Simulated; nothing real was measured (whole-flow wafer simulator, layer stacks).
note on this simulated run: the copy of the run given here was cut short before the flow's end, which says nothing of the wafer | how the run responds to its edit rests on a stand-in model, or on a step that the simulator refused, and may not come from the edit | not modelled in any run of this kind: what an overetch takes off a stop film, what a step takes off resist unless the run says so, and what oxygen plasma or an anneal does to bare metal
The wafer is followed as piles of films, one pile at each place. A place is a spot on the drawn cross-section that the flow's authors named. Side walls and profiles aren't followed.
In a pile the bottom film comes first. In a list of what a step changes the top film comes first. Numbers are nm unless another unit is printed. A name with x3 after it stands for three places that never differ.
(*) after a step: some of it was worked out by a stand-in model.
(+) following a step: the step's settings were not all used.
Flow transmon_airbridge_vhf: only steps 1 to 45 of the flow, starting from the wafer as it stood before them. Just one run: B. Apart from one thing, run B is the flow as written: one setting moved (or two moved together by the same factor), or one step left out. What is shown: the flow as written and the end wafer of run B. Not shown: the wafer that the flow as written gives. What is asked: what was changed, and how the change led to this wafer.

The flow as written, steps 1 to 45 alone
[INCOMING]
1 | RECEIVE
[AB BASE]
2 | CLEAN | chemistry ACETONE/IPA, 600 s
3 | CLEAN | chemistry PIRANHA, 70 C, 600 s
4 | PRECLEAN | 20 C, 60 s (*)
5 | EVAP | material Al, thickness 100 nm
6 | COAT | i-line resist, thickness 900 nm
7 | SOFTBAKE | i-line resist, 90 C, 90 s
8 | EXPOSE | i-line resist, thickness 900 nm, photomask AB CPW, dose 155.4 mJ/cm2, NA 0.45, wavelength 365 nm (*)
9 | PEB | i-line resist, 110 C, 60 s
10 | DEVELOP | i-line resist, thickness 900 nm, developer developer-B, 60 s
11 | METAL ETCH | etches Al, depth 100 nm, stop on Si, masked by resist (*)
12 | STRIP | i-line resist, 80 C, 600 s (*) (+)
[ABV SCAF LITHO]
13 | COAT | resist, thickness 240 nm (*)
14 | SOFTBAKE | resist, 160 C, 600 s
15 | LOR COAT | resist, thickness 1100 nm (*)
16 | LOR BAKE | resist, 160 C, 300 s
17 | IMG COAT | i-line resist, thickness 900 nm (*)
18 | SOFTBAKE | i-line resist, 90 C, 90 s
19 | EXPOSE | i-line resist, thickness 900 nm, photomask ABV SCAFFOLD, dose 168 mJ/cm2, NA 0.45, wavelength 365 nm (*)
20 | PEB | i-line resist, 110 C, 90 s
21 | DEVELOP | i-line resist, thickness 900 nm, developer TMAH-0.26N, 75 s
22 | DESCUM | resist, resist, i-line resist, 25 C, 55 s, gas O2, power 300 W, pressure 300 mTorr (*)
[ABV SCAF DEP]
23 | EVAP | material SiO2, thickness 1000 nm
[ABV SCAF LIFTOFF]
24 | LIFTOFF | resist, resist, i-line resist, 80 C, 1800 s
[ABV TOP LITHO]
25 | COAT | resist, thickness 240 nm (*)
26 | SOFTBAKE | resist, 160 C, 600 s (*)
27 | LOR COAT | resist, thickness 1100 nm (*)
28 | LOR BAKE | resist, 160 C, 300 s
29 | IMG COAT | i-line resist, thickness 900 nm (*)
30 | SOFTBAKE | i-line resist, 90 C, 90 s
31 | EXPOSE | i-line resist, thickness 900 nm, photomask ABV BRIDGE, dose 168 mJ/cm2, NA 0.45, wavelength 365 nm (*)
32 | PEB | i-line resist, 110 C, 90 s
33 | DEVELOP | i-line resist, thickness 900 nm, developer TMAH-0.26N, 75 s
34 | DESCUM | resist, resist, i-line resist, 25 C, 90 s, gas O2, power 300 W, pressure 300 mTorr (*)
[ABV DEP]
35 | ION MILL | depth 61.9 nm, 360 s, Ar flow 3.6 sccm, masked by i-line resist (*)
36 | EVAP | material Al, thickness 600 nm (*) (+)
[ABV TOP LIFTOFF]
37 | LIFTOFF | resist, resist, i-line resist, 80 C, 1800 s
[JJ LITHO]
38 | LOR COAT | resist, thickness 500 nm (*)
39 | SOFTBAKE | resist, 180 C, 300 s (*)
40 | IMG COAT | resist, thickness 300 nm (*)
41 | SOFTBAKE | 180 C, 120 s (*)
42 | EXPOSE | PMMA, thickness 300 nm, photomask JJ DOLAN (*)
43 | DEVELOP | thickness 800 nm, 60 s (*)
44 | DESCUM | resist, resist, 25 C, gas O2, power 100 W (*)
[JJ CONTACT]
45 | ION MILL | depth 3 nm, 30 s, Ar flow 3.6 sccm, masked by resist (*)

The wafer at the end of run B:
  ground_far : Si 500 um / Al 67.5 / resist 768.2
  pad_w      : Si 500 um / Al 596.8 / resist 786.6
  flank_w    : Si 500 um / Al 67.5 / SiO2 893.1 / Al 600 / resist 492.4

The reason: step 5, EVAP: thickness 67.5 nm was run, whereas the flow has thickness 100 nm.
The wafer lets one read it off: ground_far has Al 67.5, and step 5 as written asks for 100 nm.

How this came from the change, step by step:
  5 | EVAP | material Al, thickness 100 nm
      field x3, jj_line, ground_far and 12 more: +67.5 Al (new film) (in the flow as written it would be: +100 Al (new film))
  11 | METAL ETCH | etches Al, depth 100 nm, stop on Si, masked by resist (*)
      field x3, jj_line, gap_w, gap_e: -67.5 Al (all of it) (in the flow as written it would be: -100 Al (all of it))
  13 | COAT | resist, thickness 240 nm (*)
      flank_w, flank_e: +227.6 resist (new film) (in the flow as written it would be: +222.3 resist (new film))
  22 | DESCUM | resist, resist, i-line resist, 25 C, 55 s, gas O2, power 300 W, pressure 300 mTorr (*)
      flank_w, flank_e: -227.6 resist (all of it) (in the flow as written it would be: -222.3 resist (all of it))
  25 | COAT | resist, thickness 240 nm (*)
      flank_w, flank_e: +155.9 resist (new film) (in the flow as written it would be: +152.6 resist (new film))
  34 | DESCUM | resist, resist, i-line resist, 25 C, 90 s, gas O2, power 300 W, pressure 300 mTorr (*)
      flank_w, flank_e: -155.9 resist (all of it) (in the flow as written it would be: -152.6 resist (all of it))
  40 | IMG COAT | resist, thickness 300 nm (*)
      flank_w, flank_e: +216.9 resist (in the flow as written it would be: +212.1 resist)
